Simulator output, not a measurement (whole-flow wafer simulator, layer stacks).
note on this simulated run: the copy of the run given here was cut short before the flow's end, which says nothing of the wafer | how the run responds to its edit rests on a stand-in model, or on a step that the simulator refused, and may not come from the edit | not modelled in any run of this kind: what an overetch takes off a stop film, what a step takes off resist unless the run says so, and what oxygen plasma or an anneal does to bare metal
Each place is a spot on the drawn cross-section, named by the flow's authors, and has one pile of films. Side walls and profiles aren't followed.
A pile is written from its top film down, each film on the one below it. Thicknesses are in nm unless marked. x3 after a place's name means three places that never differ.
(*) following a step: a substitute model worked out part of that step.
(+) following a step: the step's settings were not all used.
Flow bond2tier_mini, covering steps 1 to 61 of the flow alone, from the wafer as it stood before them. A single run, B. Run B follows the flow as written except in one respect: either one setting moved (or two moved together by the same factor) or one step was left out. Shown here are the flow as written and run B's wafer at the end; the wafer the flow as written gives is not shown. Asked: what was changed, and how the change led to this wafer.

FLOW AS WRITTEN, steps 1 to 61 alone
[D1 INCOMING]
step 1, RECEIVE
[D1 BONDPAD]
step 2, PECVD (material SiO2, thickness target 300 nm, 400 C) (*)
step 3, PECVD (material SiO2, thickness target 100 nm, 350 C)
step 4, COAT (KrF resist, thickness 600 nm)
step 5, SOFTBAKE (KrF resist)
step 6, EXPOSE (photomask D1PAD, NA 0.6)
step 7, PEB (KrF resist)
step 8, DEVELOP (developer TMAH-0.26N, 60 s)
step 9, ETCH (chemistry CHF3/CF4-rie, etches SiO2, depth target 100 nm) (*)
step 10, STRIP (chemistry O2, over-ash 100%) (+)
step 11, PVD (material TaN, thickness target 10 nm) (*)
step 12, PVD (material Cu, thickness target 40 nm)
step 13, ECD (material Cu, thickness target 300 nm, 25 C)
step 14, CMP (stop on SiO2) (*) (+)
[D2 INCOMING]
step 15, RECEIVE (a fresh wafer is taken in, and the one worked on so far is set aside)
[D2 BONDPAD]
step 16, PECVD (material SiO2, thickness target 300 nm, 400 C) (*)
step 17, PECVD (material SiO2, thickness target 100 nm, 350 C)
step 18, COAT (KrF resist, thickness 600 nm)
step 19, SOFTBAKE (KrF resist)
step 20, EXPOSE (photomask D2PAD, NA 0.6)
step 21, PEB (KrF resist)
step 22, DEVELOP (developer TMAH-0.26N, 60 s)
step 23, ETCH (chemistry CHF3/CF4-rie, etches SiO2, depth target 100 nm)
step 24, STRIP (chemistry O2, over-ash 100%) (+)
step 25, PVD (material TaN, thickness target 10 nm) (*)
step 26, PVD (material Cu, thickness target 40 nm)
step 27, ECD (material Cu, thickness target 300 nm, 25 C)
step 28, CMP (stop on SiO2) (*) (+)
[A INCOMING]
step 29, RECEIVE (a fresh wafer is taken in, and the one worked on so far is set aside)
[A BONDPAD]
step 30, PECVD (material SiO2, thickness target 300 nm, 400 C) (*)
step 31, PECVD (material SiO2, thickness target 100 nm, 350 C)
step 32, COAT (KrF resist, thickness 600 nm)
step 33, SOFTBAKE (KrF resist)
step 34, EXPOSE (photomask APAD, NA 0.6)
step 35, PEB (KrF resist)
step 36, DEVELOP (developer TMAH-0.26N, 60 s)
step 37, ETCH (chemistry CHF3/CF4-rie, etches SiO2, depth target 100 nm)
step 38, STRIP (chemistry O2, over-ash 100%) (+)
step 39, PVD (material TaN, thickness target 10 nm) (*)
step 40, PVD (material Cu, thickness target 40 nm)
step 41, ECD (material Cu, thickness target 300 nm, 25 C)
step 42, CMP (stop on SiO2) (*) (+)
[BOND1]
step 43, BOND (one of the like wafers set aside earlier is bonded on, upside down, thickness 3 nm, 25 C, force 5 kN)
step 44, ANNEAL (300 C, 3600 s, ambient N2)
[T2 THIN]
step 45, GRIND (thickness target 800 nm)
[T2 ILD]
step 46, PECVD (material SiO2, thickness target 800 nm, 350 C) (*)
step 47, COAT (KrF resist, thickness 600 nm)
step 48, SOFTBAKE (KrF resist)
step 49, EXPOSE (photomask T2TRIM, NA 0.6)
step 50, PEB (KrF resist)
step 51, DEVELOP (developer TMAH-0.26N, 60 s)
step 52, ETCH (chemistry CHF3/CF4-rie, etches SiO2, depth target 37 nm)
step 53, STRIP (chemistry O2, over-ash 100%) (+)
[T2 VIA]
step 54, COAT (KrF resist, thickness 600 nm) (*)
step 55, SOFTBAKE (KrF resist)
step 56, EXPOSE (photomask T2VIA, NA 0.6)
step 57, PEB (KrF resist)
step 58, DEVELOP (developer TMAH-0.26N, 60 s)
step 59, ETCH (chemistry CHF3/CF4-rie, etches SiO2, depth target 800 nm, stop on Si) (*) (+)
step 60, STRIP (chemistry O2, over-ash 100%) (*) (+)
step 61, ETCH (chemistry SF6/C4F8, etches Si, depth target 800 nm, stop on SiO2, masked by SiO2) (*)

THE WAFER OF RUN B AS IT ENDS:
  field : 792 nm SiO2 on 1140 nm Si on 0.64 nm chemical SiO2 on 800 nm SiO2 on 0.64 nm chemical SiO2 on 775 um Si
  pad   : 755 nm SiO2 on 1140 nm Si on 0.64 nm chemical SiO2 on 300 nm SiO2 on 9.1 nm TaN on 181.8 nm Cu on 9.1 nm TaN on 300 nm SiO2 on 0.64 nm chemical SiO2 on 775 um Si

What caused this: step 45, GRIND: thickness target 1140 nm was run, though the flow has thickness target 800 nm.
The wafer itself shows it: field has Si 1140, and step 45 as written asks for 800 nm.

The path from the change to this, step by step:
  step 45, GRIND (thickness target 800 nm)
      field, pad, via: Si loses 773.86 um (in the flow as written it would be: Si loses 774.2 um)
